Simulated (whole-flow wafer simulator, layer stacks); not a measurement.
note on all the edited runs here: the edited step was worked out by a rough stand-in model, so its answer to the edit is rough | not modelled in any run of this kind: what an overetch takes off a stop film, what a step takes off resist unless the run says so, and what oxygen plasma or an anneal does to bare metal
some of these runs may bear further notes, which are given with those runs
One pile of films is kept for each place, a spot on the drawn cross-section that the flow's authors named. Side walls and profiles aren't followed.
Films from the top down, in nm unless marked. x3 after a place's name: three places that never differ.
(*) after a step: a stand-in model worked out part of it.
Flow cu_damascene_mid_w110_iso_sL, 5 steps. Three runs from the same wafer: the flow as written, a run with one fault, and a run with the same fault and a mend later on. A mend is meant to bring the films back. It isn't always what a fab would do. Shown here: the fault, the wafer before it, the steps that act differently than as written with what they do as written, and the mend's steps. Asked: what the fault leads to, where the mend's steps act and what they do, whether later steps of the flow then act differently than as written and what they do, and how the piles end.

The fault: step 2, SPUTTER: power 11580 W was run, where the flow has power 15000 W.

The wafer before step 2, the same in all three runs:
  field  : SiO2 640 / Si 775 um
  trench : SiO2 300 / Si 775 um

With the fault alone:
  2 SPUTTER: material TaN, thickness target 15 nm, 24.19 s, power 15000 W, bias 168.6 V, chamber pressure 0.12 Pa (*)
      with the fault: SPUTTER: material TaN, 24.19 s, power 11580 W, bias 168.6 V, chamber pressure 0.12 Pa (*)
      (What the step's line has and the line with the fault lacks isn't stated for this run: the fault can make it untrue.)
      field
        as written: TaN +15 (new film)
        with the fault: TaN +11.6 (new film)
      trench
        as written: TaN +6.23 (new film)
        with the fault: TaN +4.81 (new film)
  No later step of the flow acts differently than as written, at any place that is followed, by more than 2% or 0.5 nm, whichever is larger.
  At the end the piles differ from the flow's by more than 2% or 0.5 nm, whichever is larger, at field, trench.
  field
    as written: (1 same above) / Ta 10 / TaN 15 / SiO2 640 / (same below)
    with the fault: (1 same above) / Ta 10 / TaN 11.6 / SiO2 640 / (same below)
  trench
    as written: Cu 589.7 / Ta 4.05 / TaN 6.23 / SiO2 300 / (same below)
    with the fault: Cu 587.7 / Ta 4.09 / TaN 4.81 / SiO2 300 / (same below)

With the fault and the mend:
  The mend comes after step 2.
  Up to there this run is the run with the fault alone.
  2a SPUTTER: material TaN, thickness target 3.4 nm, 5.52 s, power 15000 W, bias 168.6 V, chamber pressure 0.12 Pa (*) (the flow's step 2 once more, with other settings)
      field
        TaN +3.4
      trench
        TaN +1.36
  No later step of the flow acts differently than as written at any place that is followed.
  At the end the piles differ from the flow's only slightly at the places that both follow, by at most 2% or 0.5 nm, whichever is larger.
